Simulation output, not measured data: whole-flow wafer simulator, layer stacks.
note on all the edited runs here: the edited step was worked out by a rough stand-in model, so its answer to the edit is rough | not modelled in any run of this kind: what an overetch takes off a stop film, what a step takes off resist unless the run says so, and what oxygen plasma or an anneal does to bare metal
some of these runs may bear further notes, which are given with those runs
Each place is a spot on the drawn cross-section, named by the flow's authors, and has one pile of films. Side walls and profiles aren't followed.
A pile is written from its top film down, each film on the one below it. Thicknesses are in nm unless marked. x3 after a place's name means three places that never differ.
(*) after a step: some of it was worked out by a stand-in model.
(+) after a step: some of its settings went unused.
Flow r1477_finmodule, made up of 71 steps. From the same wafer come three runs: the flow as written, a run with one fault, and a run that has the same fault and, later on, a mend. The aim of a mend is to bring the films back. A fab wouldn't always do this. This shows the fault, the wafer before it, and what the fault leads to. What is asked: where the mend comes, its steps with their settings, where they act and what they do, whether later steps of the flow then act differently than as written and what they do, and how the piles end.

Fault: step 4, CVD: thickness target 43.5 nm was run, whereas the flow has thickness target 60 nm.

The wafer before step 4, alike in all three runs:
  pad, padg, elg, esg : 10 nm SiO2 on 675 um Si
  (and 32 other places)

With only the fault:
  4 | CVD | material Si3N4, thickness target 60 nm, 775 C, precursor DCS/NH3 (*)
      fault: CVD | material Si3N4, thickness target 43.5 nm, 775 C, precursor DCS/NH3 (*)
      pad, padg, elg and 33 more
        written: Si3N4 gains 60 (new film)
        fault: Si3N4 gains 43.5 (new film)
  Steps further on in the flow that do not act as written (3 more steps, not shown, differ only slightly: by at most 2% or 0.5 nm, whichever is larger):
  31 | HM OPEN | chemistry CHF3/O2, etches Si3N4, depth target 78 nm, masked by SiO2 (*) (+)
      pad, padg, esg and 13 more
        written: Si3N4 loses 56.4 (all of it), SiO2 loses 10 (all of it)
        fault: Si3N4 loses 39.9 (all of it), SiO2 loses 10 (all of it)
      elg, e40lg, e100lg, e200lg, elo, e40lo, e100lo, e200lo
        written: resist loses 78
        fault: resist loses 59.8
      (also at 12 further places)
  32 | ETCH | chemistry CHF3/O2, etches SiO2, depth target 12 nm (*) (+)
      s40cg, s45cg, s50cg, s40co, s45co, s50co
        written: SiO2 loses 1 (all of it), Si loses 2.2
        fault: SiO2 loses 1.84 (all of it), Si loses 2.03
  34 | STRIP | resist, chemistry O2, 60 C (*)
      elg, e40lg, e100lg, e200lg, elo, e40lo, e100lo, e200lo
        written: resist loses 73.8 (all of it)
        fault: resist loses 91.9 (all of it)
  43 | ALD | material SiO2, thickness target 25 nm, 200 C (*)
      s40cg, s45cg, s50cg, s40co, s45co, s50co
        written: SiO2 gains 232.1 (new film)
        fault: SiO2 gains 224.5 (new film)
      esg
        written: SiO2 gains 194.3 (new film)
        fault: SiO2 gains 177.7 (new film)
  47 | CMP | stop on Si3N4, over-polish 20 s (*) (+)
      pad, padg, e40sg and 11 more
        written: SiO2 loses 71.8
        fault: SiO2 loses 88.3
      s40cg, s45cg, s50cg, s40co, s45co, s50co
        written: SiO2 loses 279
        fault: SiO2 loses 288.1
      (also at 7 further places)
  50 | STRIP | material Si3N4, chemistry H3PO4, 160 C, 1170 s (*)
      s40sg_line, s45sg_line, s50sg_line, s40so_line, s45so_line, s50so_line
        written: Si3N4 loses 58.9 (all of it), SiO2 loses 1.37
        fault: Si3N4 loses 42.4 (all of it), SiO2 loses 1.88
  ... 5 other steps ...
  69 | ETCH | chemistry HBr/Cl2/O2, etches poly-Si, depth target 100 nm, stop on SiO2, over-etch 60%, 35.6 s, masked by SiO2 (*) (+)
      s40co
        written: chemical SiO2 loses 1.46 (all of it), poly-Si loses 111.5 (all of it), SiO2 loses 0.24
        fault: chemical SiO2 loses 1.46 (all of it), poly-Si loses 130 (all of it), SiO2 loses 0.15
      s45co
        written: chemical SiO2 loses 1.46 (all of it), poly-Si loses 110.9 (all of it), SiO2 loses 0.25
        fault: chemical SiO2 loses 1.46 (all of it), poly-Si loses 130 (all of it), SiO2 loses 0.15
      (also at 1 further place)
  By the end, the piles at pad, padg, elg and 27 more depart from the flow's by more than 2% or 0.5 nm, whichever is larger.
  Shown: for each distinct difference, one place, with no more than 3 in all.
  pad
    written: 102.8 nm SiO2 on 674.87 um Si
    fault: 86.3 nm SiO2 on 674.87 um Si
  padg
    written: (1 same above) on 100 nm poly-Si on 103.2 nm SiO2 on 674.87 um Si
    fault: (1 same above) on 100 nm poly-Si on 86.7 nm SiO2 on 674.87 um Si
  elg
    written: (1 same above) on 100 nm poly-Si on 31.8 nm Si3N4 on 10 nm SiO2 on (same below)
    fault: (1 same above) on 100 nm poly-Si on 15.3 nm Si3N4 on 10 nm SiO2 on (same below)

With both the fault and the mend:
  After step 5 comes the mend.
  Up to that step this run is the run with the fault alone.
  5a | CVD | material Si3N4, thickness target 16.5 nm, 775 C, precursor DCS/NH3 (*) (the flow's step 4 again, with other settings)
      pad, padg, elg and 33 more
        Si3N4 gains 16.5
  None of the later steps of the flow acts differently than as written at any place that is followed.
  At every place that both follow, the piles at the end match the flow's.
